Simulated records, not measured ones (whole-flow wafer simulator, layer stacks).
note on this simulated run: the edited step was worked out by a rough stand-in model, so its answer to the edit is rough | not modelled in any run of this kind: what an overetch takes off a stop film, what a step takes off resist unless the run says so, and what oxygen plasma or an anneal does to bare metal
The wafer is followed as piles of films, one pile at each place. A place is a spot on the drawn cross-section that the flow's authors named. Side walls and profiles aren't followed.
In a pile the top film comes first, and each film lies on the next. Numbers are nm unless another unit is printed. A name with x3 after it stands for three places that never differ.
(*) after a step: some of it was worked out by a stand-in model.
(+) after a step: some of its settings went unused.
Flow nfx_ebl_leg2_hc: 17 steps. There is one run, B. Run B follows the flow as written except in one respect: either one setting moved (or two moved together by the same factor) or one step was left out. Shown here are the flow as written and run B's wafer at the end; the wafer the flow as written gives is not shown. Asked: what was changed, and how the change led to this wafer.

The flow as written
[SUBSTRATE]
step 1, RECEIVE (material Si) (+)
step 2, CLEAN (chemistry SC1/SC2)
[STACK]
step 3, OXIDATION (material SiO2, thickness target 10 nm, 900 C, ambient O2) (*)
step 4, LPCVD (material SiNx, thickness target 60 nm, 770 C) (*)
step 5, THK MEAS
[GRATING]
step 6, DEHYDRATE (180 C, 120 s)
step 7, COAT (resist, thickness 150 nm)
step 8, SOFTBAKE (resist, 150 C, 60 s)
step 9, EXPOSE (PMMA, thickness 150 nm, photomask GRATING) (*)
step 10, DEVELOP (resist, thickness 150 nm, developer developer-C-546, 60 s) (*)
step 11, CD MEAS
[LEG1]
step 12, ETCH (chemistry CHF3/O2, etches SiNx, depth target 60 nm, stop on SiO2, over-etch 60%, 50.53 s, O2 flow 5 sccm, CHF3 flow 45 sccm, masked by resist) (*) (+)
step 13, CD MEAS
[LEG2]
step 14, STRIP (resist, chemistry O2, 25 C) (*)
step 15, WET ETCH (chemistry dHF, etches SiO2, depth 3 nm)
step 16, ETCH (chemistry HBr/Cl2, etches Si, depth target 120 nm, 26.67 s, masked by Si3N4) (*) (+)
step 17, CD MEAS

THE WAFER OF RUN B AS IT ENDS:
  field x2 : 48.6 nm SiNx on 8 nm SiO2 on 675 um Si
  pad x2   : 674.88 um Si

What caused this: step 3, OXIDATION: thickness target 8 nm was run, whereas the flow has thickness target 10 nm.
The wafer itself shows it: field x2 has SiO2 8, and step 3 as written asks for 10 nm.

How this came from the change, step by step:
  step 3, OXIDATION (material SiO2, thickness target 10 nm, 900 C, ambient O2) (*)
      field x2, pad x2: SiO2 gains 8 (new film), chemical SiO2 loses 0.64 (all of it), Si loses 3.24 (in the flow as written it would be: SiO2 gains 10 (new film), chemical SiO2 loses 0.64 (all of it), Si loses 4.12)
  step 12, ETCH (chemistry CHF3/O2, etches SiNx, depth target 60 nm, stop on SiO2, over-etch 60%, 50.53 s, O2 flow 5 sccm, CHF3 flow 45 sccm, masked by resist) (*) (+)
      pad x2: SiNx loses 60 (all of it), SiO2 loses 8 (all of it) (in the flow as written it would be: SiNx loses 60 (all of it), SiO2 loses 10 (all of it))
